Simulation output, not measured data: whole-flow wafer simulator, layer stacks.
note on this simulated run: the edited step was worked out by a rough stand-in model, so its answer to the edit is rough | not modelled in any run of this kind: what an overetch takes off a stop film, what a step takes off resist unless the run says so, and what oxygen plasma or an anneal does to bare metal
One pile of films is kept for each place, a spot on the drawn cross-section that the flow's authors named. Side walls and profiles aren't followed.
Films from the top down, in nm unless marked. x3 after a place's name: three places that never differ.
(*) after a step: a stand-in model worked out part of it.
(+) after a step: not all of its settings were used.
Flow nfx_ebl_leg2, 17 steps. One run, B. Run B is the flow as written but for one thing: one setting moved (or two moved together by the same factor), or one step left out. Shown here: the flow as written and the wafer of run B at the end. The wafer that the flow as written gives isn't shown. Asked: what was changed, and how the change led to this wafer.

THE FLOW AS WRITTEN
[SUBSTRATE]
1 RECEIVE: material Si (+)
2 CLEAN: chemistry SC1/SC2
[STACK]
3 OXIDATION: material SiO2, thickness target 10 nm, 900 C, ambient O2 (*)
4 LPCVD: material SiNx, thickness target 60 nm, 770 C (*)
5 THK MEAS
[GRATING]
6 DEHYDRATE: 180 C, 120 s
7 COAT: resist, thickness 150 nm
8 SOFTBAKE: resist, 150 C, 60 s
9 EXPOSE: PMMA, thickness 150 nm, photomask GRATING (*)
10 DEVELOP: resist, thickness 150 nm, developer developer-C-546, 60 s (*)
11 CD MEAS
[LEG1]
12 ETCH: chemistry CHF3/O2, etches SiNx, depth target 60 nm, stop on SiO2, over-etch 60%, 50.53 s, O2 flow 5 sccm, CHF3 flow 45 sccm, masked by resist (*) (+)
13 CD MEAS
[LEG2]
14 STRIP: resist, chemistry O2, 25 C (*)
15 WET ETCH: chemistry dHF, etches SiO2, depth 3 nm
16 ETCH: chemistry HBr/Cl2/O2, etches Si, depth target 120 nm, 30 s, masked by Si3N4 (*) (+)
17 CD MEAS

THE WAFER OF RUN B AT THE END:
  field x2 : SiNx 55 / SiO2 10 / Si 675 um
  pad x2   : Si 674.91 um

The cause: step 16, ETCH: depth target 87 nm was run, where the flow has depth target 120 nm; step 16, ETCH: 21.8 s was run, where the flow has 30 s.

How the change led to this, step by step:
  16 ETCH: chemistry HBr/Cl2/O2, etches Si, depth target 120 nm, 30 s, masked by Si3N4 (*) (+)
      field x2: SiNx -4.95 (as written it would be: SiNx -6.82)
      pad x2: Si -87 (as written it would be: Si -120)
